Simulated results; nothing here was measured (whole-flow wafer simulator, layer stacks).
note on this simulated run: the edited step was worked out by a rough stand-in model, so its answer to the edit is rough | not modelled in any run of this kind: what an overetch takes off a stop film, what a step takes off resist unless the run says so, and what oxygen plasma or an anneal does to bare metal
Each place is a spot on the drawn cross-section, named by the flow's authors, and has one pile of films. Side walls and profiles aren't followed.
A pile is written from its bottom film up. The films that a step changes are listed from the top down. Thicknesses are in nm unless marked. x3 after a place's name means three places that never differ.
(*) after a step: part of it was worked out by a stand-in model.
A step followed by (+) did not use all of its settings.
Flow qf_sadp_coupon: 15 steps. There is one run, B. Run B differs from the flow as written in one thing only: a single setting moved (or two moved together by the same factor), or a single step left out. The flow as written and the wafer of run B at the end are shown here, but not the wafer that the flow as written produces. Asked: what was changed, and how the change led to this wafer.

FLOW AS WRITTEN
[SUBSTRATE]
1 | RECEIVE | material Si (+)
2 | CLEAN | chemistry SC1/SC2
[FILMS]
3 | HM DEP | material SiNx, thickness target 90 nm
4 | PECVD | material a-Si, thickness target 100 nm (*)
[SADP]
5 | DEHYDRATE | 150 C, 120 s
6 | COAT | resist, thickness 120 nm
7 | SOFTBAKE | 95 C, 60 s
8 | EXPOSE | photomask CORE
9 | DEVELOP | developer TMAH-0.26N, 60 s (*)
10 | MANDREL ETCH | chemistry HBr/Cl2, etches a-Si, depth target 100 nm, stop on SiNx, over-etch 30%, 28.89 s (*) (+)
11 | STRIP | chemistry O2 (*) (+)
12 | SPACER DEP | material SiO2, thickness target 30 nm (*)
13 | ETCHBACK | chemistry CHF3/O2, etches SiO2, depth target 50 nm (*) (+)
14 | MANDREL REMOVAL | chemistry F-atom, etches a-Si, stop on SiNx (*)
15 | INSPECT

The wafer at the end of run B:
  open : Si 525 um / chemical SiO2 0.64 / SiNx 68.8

Cause: step 4, PECVD: thickness target 115 nm was run, though the flow has thickness target 100 nm.

How this came from the change, step by step:
  4 | PECVD | material a-Si, thickness target 100 nm (*)
      m, open: a-Si gains 115 (new film) (in the flow as written it would be: a-Si gains 100 (new film))
  10 | MANDREL ETCH | chemistry HBr/Cl2, etches a-Si, depth target 100 nm, stop on SiNx, over-etch 30%, 28.89 s (*) (+)
      open: a-Si loses 115 (all of it), SiNx loses 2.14 (in the flow as written it would be: a-Si loses 100 (all of it), SiNx loses 4.29)
  14 | MANDREL REMOVAL | chemistry F-atom, etches a-Si, stop on SiNx (*)
      m: a-Si loses 110.8 (all of it) (in the flow as written it would be: a-Si loses 95.8 (all of it))
